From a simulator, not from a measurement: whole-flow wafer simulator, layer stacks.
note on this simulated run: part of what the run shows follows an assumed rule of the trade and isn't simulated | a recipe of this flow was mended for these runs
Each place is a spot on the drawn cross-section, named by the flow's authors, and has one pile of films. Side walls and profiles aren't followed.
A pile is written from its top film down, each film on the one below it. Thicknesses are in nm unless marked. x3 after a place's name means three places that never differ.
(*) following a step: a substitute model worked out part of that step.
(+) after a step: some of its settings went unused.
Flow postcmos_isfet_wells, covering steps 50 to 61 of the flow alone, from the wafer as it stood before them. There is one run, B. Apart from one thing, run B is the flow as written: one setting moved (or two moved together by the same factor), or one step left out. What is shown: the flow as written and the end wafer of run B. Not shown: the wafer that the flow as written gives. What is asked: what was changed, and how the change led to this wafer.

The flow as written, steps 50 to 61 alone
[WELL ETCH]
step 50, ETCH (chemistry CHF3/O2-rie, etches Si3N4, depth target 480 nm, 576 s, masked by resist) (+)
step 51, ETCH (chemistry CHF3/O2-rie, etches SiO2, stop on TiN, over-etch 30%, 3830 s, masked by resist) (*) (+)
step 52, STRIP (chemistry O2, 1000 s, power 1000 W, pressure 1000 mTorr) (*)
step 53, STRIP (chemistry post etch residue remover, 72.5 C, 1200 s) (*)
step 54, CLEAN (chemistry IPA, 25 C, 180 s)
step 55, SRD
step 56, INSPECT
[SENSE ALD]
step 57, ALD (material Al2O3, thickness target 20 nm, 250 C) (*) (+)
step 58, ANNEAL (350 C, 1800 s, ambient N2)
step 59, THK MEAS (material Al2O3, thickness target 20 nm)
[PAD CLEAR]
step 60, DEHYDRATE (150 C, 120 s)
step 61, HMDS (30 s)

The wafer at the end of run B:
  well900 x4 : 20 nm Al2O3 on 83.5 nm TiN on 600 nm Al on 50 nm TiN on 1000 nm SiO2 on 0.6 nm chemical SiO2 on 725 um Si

The reason: step 51, ETCH: over-etch 22.8% was run, though the flow has over-etch 30%.

Step by step, how the change led to this:
  step 51, ETCH (chemistry CHF3/O2-rie, etches SiO2, stop on TiN, over-etch 30%, 3830 s, masked by resist) (*) (+)
      field, margin x2, pad_clr, pad_open: thick-g/i-line-resist loses 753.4 (as written it would have been: thick-g/i-line-resist loses 774)
      well900 x4: SiO2 loses 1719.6 (all of it), TiN loses 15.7 (as written it would have been: SiO2 loses 1719.6 (all of it), TiN loses 20.6)
